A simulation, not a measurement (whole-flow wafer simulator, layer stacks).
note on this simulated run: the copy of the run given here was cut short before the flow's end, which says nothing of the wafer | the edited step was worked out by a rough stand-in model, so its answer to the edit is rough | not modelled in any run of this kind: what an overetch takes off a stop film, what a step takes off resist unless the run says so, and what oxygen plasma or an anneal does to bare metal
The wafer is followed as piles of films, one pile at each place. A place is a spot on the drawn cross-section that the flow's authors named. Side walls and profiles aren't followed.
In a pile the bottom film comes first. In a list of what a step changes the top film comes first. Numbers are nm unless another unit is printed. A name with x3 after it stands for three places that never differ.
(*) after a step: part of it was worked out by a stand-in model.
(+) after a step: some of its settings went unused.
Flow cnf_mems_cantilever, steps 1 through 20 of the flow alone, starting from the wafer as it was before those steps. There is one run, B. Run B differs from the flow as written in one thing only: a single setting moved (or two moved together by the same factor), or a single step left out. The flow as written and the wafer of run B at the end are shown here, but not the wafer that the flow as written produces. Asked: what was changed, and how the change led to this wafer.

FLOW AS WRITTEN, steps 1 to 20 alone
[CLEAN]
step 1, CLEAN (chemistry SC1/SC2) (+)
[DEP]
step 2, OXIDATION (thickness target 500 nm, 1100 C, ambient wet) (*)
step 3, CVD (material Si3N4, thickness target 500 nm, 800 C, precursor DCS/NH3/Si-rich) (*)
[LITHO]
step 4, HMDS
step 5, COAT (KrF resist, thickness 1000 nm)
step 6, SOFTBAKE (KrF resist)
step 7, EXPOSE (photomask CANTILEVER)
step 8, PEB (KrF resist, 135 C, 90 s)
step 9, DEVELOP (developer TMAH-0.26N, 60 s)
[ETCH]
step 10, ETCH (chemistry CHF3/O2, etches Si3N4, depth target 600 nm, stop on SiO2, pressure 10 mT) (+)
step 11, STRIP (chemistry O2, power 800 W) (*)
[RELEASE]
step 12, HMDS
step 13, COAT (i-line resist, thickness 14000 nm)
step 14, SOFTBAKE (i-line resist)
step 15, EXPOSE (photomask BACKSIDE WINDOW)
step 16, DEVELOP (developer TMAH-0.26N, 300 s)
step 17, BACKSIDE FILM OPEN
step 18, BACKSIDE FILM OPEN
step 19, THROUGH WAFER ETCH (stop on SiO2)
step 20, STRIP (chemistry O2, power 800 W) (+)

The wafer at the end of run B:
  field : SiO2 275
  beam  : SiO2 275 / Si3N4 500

The reason: step 2, OXIDATION: thickness target 275 nm was run, whereas the flow has thickness target 500 nm.
The wafer itself shows it: field has SiO2 275, and step 2 as written asks for 500 nm.

How this came from the change, step by step:
  step 2, OXIDATION (thickness target 500 nm, 1100 C, ambient wet) (*)
      field, beam: +275 SiO2 (new film), -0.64 chemical SiO2 (all of it), -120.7 Si (in the flow as written it would be: +500 SiO2 (new film), -0.64 chemical SiO2 (all of it), -219.7 Si)
  step 19, THROUGH WAFER ETCH (stop on SiO2)
      field: under 1 film: -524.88 um Si (all of it) (in the flow as written it would be: under 1 film: -524.78 um Si (all of it))
      beam: under 2 films: -524.88 um Si (all of it) (in the flow as written it would be: under 2 films: -524.78 um Si (all of it))
